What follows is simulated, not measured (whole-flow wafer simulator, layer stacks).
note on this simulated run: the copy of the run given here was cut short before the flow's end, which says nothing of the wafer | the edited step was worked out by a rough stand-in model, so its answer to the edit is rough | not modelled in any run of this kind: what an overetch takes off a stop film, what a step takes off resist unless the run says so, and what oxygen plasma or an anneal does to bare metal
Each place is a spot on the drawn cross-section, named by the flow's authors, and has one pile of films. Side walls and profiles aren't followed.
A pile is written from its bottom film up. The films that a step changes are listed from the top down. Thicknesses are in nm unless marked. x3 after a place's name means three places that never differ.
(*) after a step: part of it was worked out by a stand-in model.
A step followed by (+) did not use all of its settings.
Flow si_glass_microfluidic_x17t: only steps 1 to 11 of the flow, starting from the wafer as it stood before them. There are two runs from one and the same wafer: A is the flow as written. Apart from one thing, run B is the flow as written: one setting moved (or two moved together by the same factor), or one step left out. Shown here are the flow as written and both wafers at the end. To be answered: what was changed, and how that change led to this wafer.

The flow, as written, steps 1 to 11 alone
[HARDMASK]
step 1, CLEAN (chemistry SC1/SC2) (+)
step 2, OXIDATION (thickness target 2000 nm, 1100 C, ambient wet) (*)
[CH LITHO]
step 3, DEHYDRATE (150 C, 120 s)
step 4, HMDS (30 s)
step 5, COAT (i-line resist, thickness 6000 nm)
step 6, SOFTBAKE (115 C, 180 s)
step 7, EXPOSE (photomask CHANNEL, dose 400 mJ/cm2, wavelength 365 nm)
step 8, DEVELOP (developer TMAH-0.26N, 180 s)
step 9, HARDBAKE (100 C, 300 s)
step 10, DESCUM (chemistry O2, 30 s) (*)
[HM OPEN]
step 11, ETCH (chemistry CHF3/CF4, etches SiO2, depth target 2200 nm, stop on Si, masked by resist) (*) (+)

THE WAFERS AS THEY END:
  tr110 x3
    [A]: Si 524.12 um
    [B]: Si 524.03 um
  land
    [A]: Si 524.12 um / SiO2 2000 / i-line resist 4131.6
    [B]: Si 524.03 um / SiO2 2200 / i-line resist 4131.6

What caused this: step 2, OXIDATION: thickness target 2200 nm was run, though the flow has thickness target 2000 nm.
The wafer lets one read it off: land has SiO2 2200, and step 2 as written asks for 2000 nm.

Step by step, how the change led to this:
  step 2, OXIDATION (thickness target 2000 nm, 1100 C, ambient wet) (*)
      land, tr110 x3: A +2000 SiO2 (new film), -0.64 chemical SiO2 (all of it), -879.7 Si | B +2200 SiO2 (new film), -0.64 chemical SiO2 (all of it), -967.7 Si
  step 11, ETCH (chemistry CHF3/CF4, etches SiO2, depth target 2200 nm, stop on Si, masked by resist) (*) (+)
      tr110 x3: A -2000 SiO2 (all of it) | B -2200 SiO2 (all of it)
